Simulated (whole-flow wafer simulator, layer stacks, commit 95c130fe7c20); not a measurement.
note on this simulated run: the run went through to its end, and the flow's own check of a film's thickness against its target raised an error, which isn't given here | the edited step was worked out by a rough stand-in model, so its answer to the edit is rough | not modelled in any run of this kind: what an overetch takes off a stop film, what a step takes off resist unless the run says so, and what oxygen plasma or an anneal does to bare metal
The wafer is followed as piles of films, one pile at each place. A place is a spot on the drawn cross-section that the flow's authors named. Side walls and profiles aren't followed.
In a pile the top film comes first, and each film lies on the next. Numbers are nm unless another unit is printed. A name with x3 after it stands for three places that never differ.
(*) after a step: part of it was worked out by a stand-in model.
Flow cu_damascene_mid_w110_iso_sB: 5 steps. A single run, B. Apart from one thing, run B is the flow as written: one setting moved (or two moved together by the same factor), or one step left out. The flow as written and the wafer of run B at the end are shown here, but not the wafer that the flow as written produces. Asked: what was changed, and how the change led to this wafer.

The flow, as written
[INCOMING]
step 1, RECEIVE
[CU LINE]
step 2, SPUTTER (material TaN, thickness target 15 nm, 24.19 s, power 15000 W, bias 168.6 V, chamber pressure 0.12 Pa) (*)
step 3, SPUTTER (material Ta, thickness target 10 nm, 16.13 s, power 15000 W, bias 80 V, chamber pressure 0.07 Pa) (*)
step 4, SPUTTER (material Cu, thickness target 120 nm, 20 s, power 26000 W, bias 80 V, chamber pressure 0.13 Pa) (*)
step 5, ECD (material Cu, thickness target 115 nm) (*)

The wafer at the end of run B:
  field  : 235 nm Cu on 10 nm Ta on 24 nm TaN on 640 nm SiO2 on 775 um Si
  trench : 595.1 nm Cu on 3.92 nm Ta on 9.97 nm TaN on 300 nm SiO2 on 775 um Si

Cause: step 2, SPUTTER: 38.7 s was run, whereas the flow has 24.19 s.

Step by step, how the change led to this:
  step 2, SPUTTER (material TaN, thickness target 15 nm, 24.19 s, power 15000 W, bias 168.6 V, chamber pressure 0.12 Pa) (*)
      field: +24 TaN (new film) (it would be, as written: +15 TaN (new film))
      trench: +9.97 TaN (new film) (it would be, as written: +6.23 TaN (new film))
  step 4, SPUTTER (material Cu, thickness target 120 nm, 20 s, power 26000 W, bias 80 V, chamber pressure 0.13 Pa) (*)
      trench: +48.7 Cu (new film) (it would be, as written: +49.9 Cu (new film))
